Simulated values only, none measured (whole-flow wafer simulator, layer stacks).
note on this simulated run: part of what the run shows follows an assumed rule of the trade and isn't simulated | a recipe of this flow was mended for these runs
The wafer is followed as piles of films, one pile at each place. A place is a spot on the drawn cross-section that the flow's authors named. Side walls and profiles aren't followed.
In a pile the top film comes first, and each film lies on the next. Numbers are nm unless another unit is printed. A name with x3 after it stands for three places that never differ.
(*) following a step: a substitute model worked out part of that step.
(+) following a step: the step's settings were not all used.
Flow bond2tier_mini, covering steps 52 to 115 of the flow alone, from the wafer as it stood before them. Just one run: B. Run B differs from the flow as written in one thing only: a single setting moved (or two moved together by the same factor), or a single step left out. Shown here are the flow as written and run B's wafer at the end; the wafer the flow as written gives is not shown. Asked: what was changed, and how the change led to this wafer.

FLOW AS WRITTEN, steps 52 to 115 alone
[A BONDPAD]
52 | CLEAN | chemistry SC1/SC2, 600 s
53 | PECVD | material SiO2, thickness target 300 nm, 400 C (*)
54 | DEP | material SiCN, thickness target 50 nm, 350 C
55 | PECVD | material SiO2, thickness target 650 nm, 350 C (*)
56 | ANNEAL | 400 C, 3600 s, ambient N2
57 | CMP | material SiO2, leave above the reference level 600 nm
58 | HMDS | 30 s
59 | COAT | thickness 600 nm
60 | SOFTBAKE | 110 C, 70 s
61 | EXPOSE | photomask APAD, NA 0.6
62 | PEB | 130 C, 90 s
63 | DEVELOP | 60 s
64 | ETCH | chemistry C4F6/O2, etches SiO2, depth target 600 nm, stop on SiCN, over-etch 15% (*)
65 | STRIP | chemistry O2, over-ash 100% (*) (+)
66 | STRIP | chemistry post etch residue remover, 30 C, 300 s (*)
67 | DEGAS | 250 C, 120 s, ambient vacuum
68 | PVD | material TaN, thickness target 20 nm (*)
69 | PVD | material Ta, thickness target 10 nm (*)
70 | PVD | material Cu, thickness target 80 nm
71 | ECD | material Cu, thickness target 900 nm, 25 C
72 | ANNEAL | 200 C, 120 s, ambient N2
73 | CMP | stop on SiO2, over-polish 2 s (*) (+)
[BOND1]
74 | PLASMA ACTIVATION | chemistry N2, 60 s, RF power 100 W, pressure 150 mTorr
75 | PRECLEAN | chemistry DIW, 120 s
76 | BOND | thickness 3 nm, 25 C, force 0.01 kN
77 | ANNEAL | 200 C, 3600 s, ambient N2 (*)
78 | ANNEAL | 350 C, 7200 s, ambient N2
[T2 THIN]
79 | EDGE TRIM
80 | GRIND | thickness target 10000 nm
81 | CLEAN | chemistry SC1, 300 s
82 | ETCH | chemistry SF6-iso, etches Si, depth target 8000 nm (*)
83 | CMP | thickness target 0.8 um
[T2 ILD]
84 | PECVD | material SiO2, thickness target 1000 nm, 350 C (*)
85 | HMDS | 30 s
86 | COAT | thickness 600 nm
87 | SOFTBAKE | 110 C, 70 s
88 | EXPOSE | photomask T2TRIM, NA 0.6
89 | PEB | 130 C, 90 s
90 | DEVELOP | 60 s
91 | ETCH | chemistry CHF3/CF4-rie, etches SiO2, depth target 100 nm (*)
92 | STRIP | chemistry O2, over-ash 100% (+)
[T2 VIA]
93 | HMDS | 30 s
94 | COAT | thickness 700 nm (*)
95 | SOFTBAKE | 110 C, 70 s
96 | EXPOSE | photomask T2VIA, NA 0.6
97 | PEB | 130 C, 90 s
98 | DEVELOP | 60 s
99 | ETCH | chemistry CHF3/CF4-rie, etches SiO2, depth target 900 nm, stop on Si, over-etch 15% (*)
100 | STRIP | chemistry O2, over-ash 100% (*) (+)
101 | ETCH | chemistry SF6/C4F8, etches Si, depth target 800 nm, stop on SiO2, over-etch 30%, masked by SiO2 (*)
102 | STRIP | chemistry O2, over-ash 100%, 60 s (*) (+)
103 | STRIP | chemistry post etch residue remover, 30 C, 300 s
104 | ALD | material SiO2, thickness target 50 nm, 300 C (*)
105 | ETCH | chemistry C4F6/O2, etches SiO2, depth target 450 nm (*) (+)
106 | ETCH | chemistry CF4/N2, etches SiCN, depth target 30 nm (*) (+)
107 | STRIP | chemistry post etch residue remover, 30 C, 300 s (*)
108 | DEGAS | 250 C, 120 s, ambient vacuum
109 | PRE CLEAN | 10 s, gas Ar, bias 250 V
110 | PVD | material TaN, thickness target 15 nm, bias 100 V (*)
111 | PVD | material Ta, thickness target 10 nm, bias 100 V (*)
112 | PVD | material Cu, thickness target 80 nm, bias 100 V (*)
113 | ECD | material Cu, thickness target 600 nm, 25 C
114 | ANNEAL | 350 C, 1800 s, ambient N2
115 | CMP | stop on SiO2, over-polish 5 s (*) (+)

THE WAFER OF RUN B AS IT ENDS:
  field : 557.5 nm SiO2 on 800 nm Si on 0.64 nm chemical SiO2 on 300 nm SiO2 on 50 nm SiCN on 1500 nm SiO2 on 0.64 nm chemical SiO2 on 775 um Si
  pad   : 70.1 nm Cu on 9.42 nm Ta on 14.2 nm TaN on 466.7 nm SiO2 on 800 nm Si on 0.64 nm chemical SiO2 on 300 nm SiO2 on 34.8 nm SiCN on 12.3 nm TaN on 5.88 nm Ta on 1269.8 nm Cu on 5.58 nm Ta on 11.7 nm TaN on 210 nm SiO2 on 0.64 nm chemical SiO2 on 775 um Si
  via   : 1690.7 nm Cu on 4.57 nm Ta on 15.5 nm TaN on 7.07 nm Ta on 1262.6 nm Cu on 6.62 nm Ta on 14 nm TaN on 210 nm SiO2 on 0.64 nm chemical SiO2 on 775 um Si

What caused this: step 54, DEP: material SiCN, thickness target 50 nm, 350 C, was not run.

Step by step, how the change led to this:
  55 | PECVD | material SiO2, thickness target 650 nm, 350 C (*)
      field, pad, via: SiO2 gains 650 (in the flow as written it would be: SiO2 gains 650 (new film))
  64 | ETCH | chemistry C4F6/O2, etches SiO2, depth target 600 nm, stop on SiCN, over-etch 15% (*)
      pad, via: SiO2 loses 690 (in the flow as written it would be: SiO2 loses 600 (all of it), SiCN loses 15.2)
  68 | PVD | material TaN, thickness target 20 nm (*)
      pad: TaN gains 11.7 (new film) (in the flow as written it would be: TaN gains 12.3 (new film))
      via: TaN gains 14 (new film) (in the flow as written it would be: TaN gains 14.9 (new film))
  70 | PVD | material Cu, thickness target 80 nm
      pad: Cu gains 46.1 (new film) (in the flow as written it would be: Cu gains 48.4 (new film))
      via: Cu gains 55.5 (new film) (in the flow as written it would be: Cu gains 59 (new film))
  71 | ECD | material Cu, thickness target 900 nm, 25 C
      pad: Cu gains 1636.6 (in the flow as written it would be: Cu gains 1558.7)
      via: Cu gains 1623.9 (in the flow as written it would be: Cu gains 1544.3)
